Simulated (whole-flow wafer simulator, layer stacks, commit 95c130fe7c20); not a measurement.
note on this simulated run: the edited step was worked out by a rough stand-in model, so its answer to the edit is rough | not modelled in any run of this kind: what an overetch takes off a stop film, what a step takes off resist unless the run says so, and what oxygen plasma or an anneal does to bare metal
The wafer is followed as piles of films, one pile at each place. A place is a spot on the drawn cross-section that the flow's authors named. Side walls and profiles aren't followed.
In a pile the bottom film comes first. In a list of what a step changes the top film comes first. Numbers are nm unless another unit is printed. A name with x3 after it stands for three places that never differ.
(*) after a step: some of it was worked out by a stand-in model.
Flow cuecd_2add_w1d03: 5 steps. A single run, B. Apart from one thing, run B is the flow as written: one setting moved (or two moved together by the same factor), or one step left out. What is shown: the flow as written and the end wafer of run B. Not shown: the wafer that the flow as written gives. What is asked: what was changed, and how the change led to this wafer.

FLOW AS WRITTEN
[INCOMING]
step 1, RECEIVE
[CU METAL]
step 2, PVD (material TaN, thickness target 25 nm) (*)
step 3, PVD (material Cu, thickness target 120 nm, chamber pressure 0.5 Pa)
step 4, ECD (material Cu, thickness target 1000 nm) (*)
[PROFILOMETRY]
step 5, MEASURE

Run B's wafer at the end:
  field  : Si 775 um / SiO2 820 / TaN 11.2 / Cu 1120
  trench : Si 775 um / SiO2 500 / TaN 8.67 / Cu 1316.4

What caused this: step 2, PVD: thickness target 11.2 nm was run, whereas the flow has thickness target 25 nm.
The wafer itself shows it: field has TaN 11.2, and step 2 as written asks for 25 nm.

Step by step, how the change led to this:
  step 2, PVD (material TaN, thickness target 25 nm) (*)
      field: +11.2 TaN (new film) (as written it would have been: +25 TaN (new film))
      trench: +8.67 TaN (new film) (as written it would have been: +19.4 TaN (new film))
